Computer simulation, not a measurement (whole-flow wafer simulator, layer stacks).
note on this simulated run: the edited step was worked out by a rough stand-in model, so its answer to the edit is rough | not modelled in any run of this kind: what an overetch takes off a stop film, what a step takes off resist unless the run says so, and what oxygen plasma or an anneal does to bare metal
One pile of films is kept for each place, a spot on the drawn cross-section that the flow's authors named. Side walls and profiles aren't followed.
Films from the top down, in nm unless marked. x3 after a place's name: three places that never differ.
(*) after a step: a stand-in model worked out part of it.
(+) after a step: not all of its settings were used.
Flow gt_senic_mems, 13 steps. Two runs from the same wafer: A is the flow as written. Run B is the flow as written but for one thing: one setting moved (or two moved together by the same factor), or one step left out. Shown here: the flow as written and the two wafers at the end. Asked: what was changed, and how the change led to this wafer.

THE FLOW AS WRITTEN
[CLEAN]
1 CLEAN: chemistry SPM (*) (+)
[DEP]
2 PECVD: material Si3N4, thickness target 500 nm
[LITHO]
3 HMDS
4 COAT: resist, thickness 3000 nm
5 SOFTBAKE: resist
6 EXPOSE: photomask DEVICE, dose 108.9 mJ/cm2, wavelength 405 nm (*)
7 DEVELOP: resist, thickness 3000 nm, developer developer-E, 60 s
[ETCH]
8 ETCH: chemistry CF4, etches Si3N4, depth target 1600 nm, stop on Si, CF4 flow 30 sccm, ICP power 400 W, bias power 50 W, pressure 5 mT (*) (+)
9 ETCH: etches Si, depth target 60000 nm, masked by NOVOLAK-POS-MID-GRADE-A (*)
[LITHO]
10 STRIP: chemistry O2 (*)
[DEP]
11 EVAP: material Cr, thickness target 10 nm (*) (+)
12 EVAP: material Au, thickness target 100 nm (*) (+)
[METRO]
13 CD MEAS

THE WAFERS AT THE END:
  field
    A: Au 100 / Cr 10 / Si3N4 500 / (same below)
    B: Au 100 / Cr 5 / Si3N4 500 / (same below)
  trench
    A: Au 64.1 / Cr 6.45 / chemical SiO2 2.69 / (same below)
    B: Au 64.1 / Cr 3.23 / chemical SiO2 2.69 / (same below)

The cause: step 11, EVAP: thickness target 5 nm was run, where the flow has thickness target 10 nm.
It can be read off the wafer: field has Cr 5, and step 11 as written asks for 10 nm.

How the change led to this, step by step:
  11 EVAP: material Cr, thickness target 10 nm (*) (+)
      field: A Cr +10 (new film) | B Cr +5 (new film)
      trench: A Cr +6.45 (new film) | B Cr +3.23 (new film)
